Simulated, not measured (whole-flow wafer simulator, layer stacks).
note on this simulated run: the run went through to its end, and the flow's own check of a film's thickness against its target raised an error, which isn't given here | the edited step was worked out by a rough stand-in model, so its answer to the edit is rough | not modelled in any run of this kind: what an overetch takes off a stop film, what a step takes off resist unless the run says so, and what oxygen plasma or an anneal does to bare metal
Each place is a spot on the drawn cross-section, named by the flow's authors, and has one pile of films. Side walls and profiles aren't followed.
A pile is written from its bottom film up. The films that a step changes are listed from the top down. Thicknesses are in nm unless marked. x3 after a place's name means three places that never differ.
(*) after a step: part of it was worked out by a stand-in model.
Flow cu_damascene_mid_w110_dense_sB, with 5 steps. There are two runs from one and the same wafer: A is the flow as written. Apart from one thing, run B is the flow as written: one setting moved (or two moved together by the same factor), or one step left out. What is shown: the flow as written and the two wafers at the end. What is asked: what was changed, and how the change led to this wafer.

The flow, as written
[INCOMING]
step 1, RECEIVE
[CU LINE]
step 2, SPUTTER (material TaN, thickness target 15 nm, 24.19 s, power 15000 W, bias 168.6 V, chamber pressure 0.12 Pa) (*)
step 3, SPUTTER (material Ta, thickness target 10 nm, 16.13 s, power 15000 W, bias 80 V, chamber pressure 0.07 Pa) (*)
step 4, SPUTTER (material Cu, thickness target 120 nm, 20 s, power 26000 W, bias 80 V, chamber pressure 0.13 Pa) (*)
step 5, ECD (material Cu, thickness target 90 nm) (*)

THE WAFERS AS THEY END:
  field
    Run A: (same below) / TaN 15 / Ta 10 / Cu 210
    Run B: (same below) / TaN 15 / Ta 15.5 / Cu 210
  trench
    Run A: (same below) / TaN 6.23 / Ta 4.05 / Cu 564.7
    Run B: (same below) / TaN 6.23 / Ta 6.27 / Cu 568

Cause: step 3, SPUTTER: thickness target 15.5 nm was run, while the flow as written has thickness target 10 nm; step 3, SPUTTER: 25 s was run, where the flow has 16.13 s.
The wafer lets one read it off: field has Ta 15.5, and step 3 as written asks for 10 nm.

How this came from the change, step by step:
  step 3, SPUTTER (material Ta, thickness target 10 nm, 16.13 s, power 15000 W, bias 80 V, chamber pressure 0.07 Pa) (*)
      field: A +10 Ta (new film) | B +15.5 Ta (new film)
      trench: A +4.05 Ta (new film) | B +6.27 Ta (new film)
